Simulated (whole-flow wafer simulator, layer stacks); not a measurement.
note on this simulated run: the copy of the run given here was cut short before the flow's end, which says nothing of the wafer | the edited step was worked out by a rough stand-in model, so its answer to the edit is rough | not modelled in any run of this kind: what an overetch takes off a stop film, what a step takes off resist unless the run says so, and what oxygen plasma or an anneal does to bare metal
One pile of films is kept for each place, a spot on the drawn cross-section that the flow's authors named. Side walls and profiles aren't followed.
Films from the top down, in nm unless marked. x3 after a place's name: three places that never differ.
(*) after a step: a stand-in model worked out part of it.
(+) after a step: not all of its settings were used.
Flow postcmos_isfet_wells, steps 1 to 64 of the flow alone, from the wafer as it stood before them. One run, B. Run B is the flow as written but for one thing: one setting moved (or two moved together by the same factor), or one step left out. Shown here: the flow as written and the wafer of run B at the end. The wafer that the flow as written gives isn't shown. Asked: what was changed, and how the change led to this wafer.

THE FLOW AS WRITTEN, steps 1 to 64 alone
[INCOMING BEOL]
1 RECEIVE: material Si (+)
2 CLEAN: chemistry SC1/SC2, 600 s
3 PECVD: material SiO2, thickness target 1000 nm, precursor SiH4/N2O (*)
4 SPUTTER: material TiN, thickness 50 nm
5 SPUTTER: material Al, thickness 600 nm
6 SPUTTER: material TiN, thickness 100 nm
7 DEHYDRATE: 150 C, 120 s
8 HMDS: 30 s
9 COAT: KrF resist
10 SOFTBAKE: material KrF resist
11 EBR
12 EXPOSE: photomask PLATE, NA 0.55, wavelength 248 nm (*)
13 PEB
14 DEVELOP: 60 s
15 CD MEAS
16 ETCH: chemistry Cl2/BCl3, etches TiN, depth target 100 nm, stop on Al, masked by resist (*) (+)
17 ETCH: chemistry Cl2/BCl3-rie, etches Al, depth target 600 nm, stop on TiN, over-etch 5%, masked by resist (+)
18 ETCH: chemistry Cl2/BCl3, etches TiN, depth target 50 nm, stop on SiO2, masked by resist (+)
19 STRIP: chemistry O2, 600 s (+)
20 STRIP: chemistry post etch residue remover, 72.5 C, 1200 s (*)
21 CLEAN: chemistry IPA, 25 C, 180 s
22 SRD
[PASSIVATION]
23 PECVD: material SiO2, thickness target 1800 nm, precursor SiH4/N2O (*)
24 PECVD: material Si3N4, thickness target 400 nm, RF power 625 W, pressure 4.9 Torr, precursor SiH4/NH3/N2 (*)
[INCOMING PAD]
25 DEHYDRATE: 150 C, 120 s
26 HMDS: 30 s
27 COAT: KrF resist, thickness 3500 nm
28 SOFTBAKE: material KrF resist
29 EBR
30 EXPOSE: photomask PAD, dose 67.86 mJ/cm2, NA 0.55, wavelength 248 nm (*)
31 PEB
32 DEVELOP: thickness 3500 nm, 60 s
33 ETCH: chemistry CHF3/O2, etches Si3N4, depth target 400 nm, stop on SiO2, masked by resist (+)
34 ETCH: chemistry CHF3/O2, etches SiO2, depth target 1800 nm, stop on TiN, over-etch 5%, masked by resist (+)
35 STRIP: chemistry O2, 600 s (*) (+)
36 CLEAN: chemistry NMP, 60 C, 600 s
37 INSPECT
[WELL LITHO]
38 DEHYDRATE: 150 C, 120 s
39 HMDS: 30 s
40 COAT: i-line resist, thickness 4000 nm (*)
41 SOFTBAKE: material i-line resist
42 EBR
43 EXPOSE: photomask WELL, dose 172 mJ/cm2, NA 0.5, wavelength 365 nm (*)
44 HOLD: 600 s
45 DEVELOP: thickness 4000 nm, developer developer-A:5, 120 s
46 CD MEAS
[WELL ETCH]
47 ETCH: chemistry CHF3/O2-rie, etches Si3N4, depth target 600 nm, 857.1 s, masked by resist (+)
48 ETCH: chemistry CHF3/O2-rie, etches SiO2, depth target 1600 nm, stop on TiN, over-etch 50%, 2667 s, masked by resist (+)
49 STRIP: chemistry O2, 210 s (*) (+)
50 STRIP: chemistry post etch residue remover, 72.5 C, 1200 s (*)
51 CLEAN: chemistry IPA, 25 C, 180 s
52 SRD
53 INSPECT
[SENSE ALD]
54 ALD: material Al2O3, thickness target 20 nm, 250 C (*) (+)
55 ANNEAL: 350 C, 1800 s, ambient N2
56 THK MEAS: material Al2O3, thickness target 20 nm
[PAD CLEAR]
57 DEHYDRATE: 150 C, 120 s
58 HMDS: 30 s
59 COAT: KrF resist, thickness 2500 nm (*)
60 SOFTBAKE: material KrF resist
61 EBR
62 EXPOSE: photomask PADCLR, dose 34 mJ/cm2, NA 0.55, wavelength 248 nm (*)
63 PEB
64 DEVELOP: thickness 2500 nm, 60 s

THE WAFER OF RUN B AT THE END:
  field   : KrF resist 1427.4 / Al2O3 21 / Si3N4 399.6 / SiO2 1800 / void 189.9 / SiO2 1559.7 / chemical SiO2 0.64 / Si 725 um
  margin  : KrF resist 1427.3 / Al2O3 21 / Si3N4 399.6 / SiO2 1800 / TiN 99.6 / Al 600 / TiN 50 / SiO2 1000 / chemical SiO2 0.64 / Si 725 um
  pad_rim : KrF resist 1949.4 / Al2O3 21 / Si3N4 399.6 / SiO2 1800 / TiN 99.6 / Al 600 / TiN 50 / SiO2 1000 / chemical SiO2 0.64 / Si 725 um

The cause: step 54, ALD: thickness target 21 nm was run, where the flow has thickness target 20 nm.
It can be read off the wafer: field has Al2O3 21, and step 54 as written asks for 20 nm.

How the change led to this, step by step:
  54 ALD: material Al2O3, thickness target 20 nm, 250 C (*) (+)
      field, margin, well900, well1300 x3, pad_rim, pad_clr, pad_open: Al2O3 +21 (new film) (as written it would be: Al2O3 +20 (new film))
